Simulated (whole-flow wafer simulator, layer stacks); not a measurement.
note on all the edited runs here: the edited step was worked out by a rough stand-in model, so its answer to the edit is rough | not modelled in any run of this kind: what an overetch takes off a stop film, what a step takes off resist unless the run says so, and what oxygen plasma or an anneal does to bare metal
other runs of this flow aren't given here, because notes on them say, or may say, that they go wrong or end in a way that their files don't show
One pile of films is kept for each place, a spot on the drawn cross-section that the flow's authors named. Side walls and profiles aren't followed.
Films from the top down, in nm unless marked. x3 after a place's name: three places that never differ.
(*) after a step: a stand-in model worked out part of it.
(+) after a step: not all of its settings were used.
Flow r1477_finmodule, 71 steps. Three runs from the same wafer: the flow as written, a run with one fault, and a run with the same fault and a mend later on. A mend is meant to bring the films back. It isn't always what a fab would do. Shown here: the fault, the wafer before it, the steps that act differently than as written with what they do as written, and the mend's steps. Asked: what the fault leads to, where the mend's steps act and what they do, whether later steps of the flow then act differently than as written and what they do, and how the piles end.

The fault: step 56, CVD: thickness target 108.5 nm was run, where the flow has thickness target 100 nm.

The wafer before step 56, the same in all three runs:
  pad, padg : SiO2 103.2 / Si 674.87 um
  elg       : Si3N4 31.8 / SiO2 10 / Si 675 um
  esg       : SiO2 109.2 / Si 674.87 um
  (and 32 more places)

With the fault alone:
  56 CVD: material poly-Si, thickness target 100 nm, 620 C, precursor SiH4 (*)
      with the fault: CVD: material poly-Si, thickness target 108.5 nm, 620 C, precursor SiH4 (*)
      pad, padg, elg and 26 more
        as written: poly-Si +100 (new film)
        with the fault: poly-Si +108.5 (new film)
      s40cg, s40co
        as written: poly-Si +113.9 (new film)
        with the fault: poly-Si +122.6 (new film)
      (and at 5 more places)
  Later steps of the flow that act differently than as written (3 more steps differ only slightly, by at most 2% or 0.5 nm, whichever is larger, and aren't shown):
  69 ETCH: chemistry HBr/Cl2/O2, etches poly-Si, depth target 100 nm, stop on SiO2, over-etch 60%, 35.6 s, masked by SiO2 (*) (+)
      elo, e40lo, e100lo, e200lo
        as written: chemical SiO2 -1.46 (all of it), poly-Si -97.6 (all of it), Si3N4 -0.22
        with the fault: chemical SiO2 -1.46 (all of it), poly-Si -106.1 (all of it)
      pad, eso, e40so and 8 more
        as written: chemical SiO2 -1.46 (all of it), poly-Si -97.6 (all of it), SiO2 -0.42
        with the fault: chemical SiO2 -1.46 (all of it), poly-Si -106.1 (all of it), SiO2 -0.27
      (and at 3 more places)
  At the end the piles differ from the flow's by more than 2% or 0.5 nm, whichever is larger, at padg, elg, esg and 15 more.
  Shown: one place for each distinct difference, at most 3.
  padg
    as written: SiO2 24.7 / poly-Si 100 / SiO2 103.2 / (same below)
    with the fault: SiO2 24.7 / poly-Si 108.5 / SiO2 103.2 / (same below)
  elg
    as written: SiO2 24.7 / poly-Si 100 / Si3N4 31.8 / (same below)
    with the fault: SiO2 24.7 / poly-Si 108.5 / Si3N4 31.8 / (same below)
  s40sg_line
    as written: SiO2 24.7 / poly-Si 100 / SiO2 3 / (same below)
    with the fault: SiO2 24.7 / poly-Si 108.5 / SiO2 3 / (same below)

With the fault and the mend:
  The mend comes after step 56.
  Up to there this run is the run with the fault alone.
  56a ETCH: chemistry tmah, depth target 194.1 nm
      pad, padg, elg and 26 more
        poly-Si -108.5 (all of it)
      s40cg, s40co
        poly-Si -122.6 (all of it)
      s45cg, s45co
        poly-Si -122.1 (all of it)
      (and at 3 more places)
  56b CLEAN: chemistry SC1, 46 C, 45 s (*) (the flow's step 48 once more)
      s40sg_line, s45sg_line, s50sg_line, s40so_line, s45so_line, s50so_line
        SiO2 -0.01
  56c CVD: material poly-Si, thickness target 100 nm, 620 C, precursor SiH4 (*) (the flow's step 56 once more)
      pad, padg, elg and 26 more
        poly-Si +100 (new film)
      s40cg, s40co
        poly-Si +113.9 (new film)
      s45cg, s45co
        poly-Si +113.4 (new film)
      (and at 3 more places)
  No later step of the flow acts differently than as written, at any place that is followed, by more than 2% or 0.5 nm, whichever is larger.
  At the end the piles differ from the flow's only slightly at the places that both follow, by at most 2% or 0.5 nm, whichever is larger.
